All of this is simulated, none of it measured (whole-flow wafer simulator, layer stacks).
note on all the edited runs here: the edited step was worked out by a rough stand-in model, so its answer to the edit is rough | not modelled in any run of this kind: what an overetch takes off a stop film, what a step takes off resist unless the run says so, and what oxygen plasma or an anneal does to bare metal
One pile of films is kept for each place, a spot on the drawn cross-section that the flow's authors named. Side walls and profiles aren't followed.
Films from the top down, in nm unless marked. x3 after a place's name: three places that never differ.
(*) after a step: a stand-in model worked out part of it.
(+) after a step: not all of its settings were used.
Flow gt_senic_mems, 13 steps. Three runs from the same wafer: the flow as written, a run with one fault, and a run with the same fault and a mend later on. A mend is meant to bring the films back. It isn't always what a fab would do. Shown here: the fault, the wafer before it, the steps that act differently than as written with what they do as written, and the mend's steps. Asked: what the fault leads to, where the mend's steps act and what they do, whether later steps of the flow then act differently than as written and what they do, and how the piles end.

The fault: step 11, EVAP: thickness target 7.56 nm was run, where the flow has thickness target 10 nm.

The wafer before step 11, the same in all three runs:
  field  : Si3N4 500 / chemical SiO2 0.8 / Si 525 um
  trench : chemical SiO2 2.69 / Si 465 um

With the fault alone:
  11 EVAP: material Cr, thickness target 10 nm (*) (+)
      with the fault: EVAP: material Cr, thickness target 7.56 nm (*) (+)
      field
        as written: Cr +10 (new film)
        with the fault: Cr +7.56 (new film)
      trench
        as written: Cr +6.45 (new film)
        with the fault: Cr +4.88 (new film)
  No later step of the flow acts differently than as written at any place that is followed.
  At the end the piles differ from the flow's by more than 2% or 0.5 nm, whichever is larger, at field, trench.
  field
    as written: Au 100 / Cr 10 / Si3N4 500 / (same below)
    with the fault: Au 100 / Cr 7.56 / Si3N4 500 / (same below)
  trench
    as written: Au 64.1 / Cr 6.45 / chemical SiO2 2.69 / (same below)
    with the fault: Au 64.1 / Cr 4.88 / chemical SiO2 2.69 / (same below)

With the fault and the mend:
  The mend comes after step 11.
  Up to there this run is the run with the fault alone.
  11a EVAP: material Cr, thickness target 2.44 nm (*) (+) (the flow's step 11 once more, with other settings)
      field
        Cr +2.44
      trench
        Cr +1.58
  No later step of the flow acts differently than as written at any place that is followed.
  At the end the piles differ from the flow's only slightly at the places that both follow, by at most 2% or 0.5 nm, whichever is larger.
